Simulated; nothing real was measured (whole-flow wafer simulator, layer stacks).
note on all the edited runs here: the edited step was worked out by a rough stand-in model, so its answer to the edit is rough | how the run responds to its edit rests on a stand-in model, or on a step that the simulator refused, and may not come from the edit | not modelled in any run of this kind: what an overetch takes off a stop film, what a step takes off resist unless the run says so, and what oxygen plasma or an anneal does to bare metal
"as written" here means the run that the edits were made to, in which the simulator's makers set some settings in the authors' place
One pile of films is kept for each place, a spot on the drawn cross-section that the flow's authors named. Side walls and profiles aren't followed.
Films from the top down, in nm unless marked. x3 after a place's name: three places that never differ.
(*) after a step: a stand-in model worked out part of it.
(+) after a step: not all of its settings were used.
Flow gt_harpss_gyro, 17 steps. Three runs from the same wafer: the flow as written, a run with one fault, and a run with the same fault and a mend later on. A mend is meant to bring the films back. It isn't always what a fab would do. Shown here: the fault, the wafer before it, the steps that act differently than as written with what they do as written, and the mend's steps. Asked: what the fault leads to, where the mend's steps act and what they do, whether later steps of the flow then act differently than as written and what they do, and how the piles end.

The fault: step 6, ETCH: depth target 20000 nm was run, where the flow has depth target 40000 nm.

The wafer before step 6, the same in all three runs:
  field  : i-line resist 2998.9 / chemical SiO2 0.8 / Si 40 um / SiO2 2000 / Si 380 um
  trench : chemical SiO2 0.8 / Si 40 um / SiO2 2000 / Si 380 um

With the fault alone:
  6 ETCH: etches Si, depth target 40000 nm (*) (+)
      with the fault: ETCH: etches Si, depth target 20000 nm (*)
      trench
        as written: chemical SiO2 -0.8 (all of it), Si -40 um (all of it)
        with the fault: chemical SiO2 -0.8 (all of it), Si -20 um
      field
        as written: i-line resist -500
        with the fault: i-line resist -250
  Later steps of the flow that act differently than as written (2 more steps differ only slightly, by at most 2% or 0.5 nm, whichever is larger, and aren't shown):
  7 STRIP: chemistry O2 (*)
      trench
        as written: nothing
        with the fault: chemical SiO2 +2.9 (new film), Si -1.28
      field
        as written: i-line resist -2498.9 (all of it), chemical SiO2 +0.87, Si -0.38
        with the fault: i-line resist -2748.9 (all of it), chemical SiO2 +0.9, Si -0.4
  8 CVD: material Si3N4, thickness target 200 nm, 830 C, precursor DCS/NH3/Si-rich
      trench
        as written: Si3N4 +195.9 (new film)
        with the fault: Si3N4 +200 (new film)
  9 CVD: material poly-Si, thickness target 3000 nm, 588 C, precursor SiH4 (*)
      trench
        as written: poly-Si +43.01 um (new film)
        with the fault: poly-Si +23 um (new film)
  At the end the piles differ from the flow's by more than 2% or 0.5 nm, whichever is larger, at trench.
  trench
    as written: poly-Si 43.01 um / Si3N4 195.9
    with the fault: poly-Si 23 um / Si3N4 200 / chemical SiO2 2.9 / Si 20 um

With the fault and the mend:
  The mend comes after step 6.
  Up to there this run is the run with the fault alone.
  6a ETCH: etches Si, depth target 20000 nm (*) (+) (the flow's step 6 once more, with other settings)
      field
        i-line resist -250
      trench
        Si -20 um (all of it)
  No later step of the flow acts differently than as written at any place that is followed.
  At the end the piles are the same as the flow's at every place that both follow.
